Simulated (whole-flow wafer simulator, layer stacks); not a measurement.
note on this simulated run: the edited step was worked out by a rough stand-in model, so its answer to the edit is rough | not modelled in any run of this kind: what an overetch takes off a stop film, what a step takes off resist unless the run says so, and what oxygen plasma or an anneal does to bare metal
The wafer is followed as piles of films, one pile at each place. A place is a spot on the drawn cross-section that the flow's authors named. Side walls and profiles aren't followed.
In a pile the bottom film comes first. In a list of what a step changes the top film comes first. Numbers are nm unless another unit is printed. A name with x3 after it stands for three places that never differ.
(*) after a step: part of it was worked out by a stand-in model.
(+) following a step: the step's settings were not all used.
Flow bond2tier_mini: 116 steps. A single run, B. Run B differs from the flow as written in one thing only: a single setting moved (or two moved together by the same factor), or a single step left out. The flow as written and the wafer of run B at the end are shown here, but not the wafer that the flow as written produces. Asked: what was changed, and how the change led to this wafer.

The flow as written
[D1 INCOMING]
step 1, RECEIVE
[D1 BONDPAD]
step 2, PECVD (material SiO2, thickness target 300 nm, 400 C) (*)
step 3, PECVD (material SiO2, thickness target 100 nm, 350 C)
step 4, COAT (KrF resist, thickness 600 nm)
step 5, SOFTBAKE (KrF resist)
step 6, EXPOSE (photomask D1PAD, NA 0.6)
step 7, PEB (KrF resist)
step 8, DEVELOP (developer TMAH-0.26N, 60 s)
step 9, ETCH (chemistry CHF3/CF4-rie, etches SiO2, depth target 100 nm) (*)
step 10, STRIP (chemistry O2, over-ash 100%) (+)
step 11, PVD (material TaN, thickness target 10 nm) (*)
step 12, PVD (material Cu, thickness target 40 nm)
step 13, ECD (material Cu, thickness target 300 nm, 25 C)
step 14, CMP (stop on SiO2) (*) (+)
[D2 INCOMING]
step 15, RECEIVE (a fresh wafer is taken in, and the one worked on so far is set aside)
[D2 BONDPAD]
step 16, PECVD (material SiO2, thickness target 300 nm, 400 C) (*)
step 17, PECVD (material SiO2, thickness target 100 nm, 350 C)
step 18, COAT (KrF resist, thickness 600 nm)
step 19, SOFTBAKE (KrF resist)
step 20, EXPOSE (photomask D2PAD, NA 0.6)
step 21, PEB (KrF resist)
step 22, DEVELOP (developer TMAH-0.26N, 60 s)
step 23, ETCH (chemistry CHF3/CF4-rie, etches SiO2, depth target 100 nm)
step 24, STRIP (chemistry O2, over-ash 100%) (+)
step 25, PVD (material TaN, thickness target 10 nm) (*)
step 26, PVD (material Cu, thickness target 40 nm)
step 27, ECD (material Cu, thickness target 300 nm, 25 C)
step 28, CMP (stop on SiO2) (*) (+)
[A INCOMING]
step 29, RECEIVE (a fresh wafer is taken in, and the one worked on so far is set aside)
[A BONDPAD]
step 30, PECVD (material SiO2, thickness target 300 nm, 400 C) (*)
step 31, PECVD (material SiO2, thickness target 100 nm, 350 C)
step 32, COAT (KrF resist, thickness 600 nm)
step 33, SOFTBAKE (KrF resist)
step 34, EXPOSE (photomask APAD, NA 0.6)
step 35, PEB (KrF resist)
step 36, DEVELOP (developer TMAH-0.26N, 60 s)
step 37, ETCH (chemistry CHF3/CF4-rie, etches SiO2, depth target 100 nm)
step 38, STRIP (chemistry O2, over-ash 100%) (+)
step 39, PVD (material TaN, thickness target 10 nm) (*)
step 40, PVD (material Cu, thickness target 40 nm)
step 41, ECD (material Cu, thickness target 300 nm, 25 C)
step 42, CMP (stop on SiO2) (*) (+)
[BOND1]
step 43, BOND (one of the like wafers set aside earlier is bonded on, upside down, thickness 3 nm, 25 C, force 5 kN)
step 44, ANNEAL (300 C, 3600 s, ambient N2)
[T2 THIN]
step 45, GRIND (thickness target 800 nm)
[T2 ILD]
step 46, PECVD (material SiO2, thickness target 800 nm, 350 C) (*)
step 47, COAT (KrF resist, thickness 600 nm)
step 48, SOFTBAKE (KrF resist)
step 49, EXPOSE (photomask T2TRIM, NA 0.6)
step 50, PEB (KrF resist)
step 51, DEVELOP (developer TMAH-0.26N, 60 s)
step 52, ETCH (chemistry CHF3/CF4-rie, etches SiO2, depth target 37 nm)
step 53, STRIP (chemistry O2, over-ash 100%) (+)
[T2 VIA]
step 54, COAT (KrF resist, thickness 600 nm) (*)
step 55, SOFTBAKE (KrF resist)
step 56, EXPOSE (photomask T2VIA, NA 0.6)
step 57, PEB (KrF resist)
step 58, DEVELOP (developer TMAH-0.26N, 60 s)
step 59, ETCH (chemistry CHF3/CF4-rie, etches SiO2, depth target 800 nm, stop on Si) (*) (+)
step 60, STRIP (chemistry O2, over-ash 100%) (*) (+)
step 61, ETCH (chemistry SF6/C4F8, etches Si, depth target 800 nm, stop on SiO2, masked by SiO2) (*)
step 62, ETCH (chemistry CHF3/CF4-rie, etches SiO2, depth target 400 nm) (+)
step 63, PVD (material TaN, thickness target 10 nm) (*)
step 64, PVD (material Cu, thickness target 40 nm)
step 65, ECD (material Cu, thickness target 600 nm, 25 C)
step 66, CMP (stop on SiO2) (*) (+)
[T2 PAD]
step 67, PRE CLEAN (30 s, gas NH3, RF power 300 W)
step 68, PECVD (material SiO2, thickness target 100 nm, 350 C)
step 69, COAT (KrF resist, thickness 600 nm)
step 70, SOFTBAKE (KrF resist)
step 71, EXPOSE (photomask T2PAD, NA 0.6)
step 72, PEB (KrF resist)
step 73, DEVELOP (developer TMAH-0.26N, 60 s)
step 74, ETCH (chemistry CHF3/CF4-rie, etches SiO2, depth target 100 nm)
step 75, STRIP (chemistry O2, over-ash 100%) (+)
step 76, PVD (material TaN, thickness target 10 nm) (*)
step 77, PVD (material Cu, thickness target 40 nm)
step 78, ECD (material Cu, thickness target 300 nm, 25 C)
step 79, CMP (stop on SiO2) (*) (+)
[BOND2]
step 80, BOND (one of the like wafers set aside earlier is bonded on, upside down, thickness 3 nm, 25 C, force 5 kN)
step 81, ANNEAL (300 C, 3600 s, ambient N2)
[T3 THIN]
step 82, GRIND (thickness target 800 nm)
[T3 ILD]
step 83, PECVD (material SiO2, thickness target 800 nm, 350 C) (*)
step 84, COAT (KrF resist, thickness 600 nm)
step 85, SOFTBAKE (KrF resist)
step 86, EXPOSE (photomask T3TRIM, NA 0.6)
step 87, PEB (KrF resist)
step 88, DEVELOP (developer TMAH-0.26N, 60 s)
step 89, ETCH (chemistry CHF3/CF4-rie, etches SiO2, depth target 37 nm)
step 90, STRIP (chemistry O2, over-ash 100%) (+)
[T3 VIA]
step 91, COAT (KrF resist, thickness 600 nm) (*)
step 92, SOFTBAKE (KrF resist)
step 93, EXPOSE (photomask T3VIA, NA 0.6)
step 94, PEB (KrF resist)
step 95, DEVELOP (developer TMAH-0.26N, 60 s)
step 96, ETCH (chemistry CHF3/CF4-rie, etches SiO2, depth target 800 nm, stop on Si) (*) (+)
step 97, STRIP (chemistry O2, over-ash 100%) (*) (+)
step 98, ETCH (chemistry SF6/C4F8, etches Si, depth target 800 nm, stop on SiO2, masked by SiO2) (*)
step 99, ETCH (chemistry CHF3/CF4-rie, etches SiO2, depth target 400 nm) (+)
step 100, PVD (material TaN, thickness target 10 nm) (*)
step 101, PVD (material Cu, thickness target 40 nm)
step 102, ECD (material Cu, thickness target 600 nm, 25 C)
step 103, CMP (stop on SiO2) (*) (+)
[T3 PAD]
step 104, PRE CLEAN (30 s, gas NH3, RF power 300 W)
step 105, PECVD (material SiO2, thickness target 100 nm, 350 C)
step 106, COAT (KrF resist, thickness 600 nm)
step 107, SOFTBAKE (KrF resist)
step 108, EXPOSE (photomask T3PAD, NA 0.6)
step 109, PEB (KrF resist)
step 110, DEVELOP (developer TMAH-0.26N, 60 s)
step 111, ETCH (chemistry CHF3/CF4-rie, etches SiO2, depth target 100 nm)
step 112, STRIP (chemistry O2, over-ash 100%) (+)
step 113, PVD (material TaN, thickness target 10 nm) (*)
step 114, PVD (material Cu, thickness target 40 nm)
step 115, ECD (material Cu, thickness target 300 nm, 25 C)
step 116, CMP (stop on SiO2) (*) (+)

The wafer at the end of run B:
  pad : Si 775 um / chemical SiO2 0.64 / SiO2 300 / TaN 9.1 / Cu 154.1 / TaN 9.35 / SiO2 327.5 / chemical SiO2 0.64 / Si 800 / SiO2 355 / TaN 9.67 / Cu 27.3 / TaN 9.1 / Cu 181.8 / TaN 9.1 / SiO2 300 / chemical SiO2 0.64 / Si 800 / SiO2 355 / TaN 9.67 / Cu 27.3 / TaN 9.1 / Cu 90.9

What caused this: step 9, ETCH: depth target 72.5 nm was run, though the flow has depth target 100 nm.

Step by step, how the change led to this:
  step 9, ETCH (chemistry CHF3/CF4-rie, etches SiO2, depth target 100 nm) (*)
      pad, via: SiO2 loses 72.5 (as written it would have been: SiO2 loses 100)
      field: KrF resist loses 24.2 (as written it would have been: KrF resist loses 33.3)
  step 12, PVD (material Cu, thickness target 40 nm)
      pad: Cu gains 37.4 (new film) (as written it would have been: Cu gains 36.4 (new film))
  step 13, ECD (material Cu, thickness target 300 nm, 25 C)
      pad: Cu gains 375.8 (as written it would have been: Cu gains 404.5)
      via: Cu gains 372.6 (as written it would have been: Cu gains 400.2)
  step 43, BOND (one of the like wafers set aside earlier is bonded on, upside down, thickness 3 nm, 25 C, force 5 kN)
      pad: Si gains 775 um (new film), chemical SiO2 gains 0.64 (new film), SiO2 gains 327.5 (new film), TaN gains 9.35 (new film), Cu gains 63.2 (as written it would have been: Si gains 775 um (new film), chemical SiO2 gains 0.64 (new film), SiO2 gains 300 (new film), TaN gains 9.1 (new film), Cu gains 90.9)
      via: Si gains 775 um (new film), chemical SiO2 gains 0.64 (new film), SiO2 gains 327.5 (new film), TaN gains 9.99 (new film), Cu gains 62.5 (as written it would have been: Si gains 775 um (new film), chemical SiO2 gains 0.64 (new film), SiO2 gains 300 (new film), TaN gains 9.97 (new film), Cu gains 90)
